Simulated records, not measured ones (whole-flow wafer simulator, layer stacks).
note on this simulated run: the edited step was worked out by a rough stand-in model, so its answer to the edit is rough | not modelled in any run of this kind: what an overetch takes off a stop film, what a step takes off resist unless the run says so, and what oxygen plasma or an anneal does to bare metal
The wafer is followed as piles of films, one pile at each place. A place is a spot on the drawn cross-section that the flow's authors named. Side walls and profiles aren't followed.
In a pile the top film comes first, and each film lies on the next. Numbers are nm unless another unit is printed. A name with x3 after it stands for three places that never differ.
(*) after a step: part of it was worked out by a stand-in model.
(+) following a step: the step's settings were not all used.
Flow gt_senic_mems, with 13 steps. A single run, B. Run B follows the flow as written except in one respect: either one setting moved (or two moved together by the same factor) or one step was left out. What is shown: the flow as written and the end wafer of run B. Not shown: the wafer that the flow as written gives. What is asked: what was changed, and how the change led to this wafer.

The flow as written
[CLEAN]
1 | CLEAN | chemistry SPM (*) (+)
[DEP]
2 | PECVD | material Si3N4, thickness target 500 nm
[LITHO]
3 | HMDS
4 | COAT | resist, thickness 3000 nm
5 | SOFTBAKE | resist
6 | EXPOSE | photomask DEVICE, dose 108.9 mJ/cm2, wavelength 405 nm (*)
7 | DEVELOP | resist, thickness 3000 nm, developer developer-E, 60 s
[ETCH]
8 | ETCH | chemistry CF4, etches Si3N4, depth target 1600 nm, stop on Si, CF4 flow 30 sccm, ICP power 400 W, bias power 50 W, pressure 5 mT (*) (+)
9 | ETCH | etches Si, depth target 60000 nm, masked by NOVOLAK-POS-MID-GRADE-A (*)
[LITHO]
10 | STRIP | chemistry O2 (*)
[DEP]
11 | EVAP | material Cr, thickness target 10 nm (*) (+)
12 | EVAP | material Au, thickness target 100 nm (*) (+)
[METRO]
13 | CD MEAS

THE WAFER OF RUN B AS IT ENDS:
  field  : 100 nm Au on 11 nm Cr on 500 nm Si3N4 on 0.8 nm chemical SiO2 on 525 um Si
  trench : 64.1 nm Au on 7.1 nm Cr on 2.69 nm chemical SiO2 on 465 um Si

Cause: step 11, EVAP: thickness target 11 nm was run, though the flow has thickness target 10 nm.
The wafer lets one read it off: field has Cr 11, and step 11 as written asks for 10 nm.

Step by step, how the change led to this:
  11 | EVAP | material Cr, thickness target 10 nm (*) (+)
      field: Cr gains 11 (new film) (in the flow as written it would be: Cr gains 10 (new film))
      trench: Cr gains 7.1 (new film) (in the flow as written it would be: Cr gains 6.45 (new film))
